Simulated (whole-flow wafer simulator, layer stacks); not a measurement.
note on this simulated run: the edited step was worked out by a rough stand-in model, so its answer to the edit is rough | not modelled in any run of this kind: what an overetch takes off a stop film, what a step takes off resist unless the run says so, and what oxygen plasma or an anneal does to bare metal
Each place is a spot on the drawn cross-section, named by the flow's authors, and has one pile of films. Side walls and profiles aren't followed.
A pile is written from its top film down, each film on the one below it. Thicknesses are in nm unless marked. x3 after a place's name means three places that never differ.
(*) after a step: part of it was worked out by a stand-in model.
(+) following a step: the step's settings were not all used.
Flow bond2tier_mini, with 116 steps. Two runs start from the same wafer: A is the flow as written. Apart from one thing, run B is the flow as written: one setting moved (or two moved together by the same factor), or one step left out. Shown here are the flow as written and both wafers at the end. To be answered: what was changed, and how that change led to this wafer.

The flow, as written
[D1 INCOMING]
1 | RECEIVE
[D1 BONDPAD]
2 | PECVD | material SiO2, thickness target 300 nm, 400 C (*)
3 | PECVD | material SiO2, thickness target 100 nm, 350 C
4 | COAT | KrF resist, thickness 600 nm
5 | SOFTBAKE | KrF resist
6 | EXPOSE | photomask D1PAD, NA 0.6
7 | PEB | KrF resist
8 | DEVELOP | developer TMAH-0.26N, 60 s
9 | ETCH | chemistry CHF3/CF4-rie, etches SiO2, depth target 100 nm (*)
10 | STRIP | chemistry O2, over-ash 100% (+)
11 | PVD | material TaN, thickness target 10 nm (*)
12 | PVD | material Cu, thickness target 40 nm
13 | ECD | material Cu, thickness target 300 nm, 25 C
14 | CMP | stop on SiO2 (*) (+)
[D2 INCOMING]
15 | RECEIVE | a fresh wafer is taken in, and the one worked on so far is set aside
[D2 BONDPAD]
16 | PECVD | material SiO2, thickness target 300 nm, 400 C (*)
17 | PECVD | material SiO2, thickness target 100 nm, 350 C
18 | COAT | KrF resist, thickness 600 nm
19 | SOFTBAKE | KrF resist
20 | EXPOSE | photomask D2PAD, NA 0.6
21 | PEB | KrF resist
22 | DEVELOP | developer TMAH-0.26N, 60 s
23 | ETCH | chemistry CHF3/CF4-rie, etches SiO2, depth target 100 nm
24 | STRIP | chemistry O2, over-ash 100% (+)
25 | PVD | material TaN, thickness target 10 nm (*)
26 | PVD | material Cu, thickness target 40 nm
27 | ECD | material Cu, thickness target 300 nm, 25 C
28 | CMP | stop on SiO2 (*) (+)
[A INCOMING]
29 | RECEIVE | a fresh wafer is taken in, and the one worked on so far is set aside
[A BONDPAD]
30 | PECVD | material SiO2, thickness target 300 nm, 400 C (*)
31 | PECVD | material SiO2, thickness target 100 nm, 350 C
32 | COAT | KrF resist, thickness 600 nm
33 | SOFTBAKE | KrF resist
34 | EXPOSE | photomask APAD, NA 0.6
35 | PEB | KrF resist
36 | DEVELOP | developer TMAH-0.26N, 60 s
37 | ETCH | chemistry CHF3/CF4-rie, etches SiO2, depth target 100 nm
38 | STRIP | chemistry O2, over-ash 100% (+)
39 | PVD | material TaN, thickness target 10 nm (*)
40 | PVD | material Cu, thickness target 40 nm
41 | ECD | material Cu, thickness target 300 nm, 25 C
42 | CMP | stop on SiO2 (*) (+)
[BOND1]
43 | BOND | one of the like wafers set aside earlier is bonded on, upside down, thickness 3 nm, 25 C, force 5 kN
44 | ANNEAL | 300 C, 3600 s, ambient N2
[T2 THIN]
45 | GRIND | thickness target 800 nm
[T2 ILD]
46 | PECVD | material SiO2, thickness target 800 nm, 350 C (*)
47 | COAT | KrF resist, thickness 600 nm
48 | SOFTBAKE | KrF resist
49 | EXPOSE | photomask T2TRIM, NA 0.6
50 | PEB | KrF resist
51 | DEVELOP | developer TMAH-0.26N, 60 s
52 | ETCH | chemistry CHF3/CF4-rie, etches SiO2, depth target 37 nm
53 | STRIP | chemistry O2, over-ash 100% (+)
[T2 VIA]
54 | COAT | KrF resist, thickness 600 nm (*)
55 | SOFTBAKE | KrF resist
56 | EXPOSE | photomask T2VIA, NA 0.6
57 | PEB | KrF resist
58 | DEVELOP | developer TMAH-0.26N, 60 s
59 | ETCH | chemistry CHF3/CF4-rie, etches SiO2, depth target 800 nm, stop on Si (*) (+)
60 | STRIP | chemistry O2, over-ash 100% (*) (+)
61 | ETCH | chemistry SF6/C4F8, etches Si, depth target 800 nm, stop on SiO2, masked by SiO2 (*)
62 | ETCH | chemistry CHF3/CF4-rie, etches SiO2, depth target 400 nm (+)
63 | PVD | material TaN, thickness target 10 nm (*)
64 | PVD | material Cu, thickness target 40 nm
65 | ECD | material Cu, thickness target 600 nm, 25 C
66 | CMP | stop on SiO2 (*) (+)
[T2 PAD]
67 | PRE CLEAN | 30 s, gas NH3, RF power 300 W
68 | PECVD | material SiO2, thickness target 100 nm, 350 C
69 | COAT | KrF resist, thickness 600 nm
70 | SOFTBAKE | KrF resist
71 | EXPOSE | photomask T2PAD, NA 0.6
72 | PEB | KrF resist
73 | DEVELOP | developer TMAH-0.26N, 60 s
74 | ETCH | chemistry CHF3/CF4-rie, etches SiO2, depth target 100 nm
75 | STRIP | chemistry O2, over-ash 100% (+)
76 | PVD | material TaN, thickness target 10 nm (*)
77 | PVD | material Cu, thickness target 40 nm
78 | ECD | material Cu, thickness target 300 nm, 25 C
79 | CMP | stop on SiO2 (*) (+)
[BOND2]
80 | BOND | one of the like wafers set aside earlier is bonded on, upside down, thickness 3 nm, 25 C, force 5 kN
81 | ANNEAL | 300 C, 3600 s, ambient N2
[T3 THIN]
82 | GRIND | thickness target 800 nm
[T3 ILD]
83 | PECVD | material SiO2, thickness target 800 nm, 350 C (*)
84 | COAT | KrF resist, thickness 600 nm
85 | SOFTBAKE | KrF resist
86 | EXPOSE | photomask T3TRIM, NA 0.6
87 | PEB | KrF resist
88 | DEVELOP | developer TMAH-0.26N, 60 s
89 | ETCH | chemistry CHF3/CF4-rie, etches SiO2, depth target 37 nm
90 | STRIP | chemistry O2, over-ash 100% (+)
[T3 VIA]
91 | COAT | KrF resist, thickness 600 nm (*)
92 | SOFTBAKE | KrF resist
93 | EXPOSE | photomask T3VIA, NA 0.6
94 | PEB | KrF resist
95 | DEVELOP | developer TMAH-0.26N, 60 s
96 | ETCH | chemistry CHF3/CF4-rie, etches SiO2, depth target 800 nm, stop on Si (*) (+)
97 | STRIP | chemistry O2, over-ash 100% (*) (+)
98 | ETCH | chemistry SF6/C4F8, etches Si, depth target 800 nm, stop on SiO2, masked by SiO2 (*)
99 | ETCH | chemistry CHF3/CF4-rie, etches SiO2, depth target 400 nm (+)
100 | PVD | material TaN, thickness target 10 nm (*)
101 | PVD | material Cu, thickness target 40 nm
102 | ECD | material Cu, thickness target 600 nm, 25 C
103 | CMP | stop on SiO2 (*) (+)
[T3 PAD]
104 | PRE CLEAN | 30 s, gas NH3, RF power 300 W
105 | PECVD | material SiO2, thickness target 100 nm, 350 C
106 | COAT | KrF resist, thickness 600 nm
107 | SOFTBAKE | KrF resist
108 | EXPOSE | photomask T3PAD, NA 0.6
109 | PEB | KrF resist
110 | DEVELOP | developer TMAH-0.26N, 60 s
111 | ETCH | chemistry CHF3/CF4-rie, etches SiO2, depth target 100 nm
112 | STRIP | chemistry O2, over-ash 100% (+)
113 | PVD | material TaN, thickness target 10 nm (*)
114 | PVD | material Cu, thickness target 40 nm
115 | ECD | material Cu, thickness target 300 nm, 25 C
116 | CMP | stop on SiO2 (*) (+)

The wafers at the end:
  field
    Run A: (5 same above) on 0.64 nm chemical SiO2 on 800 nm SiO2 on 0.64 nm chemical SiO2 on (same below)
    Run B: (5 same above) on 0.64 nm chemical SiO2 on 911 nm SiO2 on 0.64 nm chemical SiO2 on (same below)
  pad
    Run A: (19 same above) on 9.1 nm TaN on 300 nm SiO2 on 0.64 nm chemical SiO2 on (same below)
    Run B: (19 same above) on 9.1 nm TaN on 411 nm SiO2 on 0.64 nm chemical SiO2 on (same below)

The reason: step 30, PECVD: thickness target 411 nm was run, whereas the flow has thickness target 300 nm.
One can read it off the wafer: pad has SiO2 411, and step 30 as written asks for 300 nm.

Step by step, how the change led to this:
  30 | PECVD | material SiO2, thickness target 300 nm, 400 C (*)
      field, pad, via: A +300 SiO2 (new film) | B +411 SiO2 (new film)
